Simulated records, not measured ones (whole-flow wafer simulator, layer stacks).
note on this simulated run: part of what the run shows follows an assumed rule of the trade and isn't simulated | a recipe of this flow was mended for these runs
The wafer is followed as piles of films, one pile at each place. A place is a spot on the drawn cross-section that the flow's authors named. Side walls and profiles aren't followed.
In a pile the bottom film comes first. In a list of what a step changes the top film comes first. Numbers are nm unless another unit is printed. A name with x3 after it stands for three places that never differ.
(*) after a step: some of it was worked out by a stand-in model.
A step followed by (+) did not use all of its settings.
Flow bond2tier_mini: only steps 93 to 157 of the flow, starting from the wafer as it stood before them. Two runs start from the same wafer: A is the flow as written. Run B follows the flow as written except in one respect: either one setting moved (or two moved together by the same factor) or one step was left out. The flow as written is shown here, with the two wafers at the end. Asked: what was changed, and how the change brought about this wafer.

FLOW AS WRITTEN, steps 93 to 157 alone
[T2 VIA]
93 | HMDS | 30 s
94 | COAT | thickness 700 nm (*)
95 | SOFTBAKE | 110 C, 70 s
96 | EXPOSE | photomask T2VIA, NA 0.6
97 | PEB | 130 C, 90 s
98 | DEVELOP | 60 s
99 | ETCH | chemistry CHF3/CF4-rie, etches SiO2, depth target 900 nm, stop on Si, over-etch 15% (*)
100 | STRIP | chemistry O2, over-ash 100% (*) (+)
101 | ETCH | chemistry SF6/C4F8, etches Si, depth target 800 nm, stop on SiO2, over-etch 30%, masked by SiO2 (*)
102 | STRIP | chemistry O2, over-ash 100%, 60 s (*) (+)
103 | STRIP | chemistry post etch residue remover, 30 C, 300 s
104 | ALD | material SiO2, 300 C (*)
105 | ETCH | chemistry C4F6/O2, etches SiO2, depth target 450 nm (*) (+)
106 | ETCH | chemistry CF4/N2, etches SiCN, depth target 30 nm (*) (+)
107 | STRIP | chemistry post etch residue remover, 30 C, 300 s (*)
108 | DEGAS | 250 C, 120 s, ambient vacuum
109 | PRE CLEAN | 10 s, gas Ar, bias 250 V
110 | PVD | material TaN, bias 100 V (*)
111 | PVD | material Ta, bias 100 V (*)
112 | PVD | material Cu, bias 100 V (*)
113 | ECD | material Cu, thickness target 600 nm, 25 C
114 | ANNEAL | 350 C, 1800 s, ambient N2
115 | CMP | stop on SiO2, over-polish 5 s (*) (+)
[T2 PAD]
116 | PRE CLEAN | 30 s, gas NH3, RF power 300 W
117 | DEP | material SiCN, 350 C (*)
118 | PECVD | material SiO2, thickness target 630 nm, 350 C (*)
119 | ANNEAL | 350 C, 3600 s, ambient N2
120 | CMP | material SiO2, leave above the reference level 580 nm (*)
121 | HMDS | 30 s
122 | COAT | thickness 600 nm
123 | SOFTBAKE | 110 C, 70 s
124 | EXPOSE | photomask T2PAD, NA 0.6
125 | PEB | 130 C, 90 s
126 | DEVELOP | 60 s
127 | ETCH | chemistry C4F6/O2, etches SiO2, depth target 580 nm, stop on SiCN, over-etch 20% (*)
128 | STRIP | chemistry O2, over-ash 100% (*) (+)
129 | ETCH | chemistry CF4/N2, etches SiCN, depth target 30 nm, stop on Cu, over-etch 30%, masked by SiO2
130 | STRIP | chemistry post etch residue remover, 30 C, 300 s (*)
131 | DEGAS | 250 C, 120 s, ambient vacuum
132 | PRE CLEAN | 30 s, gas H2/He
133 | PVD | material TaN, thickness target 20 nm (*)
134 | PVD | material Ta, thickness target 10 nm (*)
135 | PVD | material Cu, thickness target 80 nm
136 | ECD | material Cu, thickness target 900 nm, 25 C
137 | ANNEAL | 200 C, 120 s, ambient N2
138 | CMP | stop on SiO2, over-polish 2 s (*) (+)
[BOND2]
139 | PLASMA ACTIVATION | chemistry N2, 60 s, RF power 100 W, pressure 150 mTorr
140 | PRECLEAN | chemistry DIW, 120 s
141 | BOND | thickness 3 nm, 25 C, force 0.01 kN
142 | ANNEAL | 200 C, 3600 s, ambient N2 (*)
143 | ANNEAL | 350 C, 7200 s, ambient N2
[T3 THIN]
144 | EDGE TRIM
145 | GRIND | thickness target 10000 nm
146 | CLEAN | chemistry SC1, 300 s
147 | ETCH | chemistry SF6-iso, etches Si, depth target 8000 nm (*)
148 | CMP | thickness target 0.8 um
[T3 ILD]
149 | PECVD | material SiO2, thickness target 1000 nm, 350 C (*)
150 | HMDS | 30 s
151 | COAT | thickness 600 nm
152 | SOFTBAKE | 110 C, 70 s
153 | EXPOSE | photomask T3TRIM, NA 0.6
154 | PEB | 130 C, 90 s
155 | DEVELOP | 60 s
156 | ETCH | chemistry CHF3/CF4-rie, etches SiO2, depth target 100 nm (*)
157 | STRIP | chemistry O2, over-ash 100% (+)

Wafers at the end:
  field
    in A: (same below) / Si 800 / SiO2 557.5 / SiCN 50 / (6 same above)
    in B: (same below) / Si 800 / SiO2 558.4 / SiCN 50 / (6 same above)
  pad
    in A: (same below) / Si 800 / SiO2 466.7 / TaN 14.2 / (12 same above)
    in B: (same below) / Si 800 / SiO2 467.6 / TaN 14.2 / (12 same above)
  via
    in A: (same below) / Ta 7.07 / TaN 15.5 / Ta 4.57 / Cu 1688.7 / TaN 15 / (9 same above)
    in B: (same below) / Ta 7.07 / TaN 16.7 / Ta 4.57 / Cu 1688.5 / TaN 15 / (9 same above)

Cause: step 109, PRE CLEAN: 7 s was run, whereas the flow has 10 s.

How this came from the change, step by step:
  109 | PRE CLEAN | 10 s, gas Ar, bias 250 V
      field, pad: A SiO2 loses 3 | B SiO2 loses 2.1
      via: A TaN loses 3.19 | B TaN loses 2.03
